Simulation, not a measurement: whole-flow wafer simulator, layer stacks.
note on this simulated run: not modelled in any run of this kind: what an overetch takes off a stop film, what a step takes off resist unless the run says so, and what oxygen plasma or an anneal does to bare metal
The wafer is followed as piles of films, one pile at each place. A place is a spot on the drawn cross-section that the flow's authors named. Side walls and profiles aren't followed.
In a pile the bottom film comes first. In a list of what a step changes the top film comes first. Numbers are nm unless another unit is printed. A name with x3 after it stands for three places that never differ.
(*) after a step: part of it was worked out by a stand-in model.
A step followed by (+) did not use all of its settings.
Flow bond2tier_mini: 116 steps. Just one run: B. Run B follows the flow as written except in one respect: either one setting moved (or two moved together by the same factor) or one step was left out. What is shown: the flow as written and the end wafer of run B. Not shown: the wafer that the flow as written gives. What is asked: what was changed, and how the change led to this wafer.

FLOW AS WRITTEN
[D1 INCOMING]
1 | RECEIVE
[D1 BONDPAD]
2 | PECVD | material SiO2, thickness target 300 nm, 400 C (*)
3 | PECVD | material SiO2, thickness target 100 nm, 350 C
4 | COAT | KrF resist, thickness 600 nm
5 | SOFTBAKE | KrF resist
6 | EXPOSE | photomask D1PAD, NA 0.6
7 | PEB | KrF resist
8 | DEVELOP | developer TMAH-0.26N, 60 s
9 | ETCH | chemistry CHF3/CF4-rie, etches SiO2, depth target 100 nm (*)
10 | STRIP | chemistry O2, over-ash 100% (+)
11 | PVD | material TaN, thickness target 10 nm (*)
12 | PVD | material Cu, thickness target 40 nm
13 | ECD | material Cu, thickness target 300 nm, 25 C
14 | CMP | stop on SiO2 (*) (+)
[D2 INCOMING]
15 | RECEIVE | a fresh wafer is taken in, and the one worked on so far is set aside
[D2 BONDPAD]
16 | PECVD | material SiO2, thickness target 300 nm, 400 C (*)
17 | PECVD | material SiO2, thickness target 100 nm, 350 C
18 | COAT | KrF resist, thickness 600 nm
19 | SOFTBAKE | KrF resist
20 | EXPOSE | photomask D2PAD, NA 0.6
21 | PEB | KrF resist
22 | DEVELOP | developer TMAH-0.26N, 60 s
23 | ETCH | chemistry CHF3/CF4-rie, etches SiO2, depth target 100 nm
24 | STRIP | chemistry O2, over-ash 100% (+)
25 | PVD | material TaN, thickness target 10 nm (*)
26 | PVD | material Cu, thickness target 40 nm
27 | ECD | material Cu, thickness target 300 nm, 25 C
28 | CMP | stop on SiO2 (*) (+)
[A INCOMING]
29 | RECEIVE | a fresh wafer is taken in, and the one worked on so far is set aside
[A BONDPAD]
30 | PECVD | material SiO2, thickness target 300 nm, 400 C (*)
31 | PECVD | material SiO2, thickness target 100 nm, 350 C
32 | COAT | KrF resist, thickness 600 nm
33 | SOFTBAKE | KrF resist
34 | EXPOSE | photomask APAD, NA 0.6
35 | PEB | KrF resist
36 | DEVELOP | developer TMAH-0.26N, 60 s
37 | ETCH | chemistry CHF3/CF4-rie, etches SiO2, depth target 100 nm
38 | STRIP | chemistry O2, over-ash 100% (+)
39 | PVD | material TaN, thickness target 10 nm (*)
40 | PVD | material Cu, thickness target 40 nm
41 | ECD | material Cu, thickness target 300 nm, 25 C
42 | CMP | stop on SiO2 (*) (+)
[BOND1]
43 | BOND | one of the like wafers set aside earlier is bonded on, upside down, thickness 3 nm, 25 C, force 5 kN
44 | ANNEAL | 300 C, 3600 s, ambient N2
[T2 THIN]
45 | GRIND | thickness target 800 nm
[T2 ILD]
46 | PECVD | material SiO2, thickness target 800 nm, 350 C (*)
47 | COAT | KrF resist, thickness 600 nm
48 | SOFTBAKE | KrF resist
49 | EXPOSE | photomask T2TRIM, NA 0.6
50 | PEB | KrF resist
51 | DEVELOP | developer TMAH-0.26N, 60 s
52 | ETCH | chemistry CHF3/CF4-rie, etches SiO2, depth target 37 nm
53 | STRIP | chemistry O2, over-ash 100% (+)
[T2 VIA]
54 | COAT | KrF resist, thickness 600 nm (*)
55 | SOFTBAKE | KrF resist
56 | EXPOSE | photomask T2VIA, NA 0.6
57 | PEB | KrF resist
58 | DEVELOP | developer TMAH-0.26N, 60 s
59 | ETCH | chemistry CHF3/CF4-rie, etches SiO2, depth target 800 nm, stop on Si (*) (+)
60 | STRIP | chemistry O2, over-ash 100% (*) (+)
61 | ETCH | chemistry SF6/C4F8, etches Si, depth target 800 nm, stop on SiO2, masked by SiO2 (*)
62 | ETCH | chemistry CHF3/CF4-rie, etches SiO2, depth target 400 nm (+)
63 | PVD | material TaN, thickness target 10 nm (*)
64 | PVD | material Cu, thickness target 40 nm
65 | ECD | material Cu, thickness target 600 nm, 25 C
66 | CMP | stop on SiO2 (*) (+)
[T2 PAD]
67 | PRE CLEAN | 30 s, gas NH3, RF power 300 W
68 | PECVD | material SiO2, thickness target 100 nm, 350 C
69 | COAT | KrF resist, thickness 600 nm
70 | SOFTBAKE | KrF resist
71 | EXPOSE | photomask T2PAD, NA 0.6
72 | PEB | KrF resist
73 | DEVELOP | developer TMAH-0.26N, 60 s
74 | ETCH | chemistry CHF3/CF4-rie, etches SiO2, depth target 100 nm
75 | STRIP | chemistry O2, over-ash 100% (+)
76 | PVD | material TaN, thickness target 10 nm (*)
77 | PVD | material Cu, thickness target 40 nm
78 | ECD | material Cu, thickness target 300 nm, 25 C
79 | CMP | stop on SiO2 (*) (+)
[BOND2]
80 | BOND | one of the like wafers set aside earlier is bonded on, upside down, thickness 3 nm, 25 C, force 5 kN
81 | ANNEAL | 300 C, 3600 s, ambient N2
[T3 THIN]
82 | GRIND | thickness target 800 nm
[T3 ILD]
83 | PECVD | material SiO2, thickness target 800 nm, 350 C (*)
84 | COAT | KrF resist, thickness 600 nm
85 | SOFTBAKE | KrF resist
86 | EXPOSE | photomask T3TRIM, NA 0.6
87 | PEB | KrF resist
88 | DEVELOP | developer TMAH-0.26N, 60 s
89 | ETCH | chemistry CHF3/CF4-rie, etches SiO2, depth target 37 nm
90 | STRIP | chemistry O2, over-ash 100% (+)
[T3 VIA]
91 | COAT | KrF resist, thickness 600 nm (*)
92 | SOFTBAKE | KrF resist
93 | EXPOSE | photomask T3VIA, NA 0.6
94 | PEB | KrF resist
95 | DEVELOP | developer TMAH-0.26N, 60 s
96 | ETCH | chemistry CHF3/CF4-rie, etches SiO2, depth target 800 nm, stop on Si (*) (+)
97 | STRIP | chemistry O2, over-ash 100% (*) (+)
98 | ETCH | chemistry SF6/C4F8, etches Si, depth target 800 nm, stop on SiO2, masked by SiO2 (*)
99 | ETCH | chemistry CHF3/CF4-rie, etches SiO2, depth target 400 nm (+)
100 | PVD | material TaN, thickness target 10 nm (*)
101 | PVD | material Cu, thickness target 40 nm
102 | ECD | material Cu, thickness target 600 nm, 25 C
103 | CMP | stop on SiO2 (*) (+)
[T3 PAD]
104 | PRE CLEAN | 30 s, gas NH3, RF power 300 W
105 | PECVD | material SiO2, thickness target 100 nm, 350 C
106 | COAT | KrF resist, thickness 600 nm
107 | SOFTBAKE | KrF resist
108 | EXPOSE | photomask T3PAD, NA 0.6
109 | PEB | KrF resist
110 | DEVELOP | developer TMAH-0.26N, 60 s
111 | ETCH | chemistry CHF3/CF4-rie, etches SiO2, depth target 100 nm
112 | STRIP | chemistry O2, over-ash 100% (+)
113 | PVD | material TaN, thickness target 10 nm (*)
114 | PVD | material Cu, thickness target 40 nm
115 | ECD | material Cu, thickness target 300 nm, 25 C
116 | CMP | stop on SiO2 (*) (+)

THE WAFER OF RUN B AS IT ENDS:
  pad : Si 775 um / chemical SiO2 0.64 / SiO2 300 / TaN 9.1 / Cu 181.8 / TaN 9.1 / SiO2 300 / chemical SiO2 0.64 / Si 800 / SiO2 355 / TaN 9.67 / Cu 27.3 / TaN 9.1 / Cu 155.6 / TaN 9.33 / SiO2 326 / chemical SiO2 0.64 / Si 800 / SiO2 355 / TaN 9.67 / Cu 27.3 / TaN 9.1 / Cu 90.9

The reason: step 23, ETCH: depth target 74 nm was run, while the flow as written has depth target 100 nm.

How this came from the change, step by step:
  23 | ETCH | chemistry CHF3/CF4-rie, etches SiO2, depth target 100 nm
      pad, via: SiO2 loses 74 (in the flow as written it would be: SiO2 loses 100)
      field: KrF resist loses 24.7 (in the flow as written it would be: KrF resist loses 33.3)
  26 | PVD | material Cu, thickness target 40 nm
      pad: Cu gains 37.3 (new film) (in the flow as written it would be: Cu gains 36.4 (new film))
  27 | ECD | material Cu, thickness target 300 nm, 25 C
      pad: Cu gains 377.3 (in the flow as written it would be: Cu gains 404.5)
      via: Cu gains 374.1 (in the flow as written it would be: Cu gains 400.2)
  80 | BOND | one of the like wafers set aside earlier is bonded on, upside down, thickness 3 nm, 25 C, force 5 kN
      pad: Si gains 775 um (new film), chemical SiO2 gains 0.64 (new film), SiO2 gains 326 (new film), TaN gains 9.33 (new film), Cu gains 64.7 (in the flow as written it would be: Si gains 775 um (new film), chemical SiO2 gains 0.64 (new film), SiO2 gains 300 (new film), TaN gains 9.1 (new film), Cu gains 90.9)
